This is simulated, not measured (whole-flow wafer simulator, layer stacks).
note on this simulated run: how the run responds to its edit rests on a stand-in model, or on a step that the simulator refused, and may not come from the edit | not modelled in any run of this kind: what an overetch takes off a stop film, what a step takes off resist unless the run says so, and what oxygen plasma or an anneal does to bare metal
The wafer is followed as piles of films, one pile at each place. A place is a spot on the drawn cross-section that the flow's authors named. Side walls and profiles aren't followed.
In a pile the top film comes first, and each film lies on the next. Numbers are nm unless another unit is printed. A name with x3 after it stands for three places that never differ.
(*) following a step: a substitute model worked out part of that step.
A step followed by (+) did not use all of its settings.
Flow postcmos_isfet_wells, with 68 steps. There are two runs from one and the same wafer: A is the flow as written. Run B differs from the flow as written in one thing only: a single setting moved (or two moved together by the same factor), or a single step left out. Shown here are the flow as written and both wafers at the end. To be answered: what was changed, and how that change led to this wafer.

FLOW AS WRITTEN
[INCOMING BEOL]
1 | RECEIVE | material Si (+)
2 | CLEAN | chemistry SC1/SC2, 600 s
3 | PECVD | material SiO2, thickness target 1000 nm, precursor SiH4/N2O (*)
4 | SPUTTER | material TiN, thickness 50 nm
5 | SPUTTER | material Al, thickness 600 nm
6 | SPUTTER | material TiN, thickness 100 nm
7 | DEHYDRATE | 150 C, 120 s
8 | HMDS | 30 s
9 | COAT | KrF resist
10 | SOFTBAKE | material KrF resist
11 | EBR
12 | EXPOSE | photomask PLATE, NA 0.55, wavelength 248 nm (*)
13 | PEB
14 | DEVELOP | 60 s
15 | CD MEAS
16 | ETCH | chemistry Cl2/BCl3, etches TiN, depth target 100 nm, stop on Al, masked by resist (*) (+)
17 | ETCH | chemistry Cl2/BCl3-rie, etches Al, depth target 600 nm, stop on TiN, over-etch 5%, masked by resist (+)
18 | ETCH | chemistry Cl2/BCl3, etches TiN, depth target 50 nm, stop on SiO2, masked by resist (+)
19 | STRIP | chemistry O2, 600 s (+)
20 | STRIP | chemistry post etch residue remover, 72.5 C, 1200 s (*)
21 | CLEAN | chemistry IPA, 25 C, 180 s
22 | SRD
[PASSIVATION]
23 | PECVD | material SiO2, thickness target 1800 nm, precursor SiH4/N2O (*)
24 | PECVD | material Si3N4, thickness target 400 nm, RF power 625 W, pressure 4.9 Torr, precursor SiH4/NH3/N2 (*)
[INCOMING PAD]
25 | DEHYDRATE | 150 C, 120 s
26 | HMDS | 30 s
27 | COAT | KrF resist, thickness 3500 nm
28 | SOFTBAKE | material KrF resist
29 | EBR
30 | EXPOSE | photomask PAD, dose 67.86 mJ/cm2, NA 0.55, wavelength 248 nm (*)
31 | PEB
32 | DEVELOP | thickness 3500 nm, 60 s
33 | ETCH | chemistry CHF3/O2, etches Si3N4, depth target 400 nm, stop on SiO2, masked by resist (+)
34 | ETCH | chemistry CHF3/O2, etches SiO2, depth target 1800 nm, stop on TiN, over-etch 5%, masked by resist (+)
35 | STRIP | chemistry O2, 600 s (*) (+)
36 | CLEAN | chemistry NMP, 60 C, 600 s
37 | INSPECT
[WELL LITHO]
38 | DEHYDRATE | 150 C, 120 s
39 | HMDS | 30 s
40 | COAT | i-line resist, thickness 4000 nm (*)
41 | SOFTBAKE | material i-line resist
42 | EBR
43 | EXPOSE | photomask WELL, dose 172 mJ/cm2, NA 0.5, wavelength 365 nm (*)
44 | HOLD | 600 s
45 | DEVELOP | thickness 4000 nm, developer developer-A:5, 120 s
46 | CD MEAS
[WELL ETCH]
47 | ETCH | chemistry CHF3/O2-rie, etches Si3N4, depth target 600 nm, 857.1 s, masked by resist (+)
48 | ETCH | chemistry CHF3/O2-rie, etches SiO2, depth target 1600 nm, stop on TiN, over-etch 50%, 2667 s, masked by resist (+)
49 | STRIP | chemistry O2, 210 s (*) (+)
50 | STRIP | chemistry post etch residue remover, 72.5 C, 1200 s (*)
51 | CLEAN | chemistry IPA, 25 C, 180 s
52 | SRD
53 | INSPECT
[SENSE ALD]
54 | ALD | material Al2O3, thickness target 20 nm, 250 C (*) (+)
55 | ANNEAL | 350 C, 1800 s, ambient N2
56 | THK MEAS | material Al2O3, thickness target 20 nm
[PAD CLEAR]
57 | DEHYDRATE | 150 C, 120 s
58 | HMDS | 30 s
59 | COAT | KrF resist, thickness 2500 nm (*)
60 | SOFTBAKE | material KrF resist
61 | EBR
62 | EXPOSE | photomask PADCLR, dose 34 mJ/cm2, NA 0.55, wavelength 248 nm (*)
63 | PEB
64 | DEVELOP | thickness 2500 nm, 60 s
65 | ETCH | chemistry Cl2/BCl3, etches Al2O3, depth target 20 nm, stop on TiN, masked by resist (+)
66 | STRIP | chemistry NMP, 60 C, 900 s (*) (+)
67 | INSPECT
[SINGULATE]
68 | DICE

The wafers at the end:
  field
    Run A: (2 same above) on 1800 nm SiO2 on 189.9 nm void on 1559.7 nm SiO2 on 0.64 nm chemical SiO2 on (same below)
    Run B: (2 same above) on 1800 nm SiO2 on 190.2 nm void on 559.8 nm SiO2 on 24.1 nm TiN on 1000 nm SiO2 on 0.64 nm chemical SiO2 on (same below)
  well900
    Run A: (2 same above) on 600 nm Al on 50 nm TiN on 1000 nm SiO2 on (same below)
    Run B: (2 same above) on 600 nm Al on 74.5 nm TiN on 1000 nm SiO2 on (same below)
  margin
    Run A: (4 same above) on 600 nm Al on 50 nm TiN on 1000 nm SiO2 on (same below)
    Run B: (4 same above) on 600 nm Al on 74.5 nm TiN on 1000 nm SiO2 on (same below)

The reason: step 4, SPUTTER: thickness 74.5 nm was run, though the flow has thickness 50 nm.
One can read it off the wafer: well900 has TiN 74.5, and step 4 as written asks for 50 nm.

The path from the change to this, step by step:
  4 | SPUTTER | material TiN, thickness 50 nm
      field, margin, well900, well1300 x3, pad_rim, pad_clr, pad_open: A TiN gains 50 (new film) | B TiN gains 74.5 (new film)
  18 | ETCH | chemistry Cl2/BCl3, etches TiN, depth target 50 nm, stop on SiO2, masked by resist (+)
      field: A TiN loses 50 (all of it) | B TiN loses 50
  23 | PECVD | material SiO2, thickness target 1800 nm, precursor SiH4/N2O (*)
      field: A SiO2 gains 1800 (new film), void gains 189.9 (new film), SiO2 gains 559.7 | B SiO2 gains 1800 (new film), void gains 190.2 (new film), SiO2 gains 559.8 (new film)
If metal films that touch count as one body, field has 1 body; the flow as written gives 0 bodies.
